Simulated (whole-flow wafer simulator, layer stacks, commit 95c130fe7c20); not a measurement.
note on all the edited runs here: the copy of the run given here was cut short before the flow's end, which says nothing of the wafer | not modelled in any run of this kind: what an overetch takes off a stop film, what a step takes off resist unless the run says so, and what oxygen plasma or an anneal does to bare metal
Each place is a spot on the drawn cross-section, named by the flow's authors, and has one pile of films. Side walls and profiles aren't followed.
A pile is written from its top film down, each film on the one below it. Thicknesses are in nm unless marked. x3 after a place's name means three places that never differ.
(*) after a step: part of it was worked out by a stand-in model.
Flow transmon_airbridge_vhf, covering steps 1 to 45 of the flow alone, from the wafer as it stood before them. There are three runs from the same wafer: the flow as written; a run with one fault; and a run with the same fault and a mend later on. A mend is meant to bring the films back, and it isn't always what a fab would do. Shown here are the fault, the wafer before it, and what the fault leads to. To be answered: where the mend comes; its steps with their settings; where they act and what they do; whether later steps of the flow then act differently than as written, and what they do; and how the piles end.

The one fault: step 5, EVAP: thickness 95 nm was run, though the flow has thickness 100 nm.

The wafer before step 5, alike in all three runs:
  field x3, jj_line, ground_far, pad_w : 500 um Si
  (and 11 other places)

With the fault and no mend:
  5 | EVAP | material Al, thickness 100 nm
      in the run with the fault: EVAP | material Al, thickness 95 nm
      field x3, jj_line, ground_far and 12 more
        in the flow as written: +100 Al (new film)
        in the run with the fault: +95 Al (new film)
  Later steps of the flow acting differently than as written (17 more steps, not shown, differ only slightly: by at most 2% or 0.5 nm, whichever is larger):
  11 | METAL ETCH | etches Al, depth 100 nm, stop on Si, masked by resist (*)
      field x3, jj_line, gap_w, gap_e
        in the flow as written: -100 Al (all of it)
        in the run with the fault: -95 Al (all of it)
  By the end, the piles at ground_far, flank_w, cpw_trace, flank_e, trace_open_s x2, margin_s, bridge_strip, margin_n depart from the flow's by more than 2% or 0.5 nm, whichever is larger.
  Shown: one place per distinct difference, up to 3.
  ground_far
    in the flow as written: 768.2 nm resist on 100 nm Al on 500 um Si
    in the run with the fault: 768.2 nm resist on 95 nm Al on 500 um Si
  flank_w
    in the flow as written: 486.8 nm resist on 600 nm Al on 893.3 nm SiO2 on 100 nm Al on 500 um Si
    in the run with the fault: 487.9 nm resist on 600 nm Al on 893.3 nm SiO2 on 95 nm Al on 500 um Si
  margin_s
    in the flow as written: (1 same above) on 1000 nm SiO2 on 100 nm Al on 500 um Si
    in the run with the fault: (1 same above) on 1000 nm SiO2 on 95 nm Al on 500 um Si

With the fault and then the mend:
  The mend follows step 5.
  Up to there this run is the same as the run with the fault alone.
  5a | EVAP | material Al, thickness 5 nm (a further turn of the flow's step 5, with different settings)
      field x3, jj_line, ground_far and 12 more
        +5 Al
  Every later step of the flow that is run acts as written at every place that is followed.
  The piles end the same as the flow's at every place that both follow.
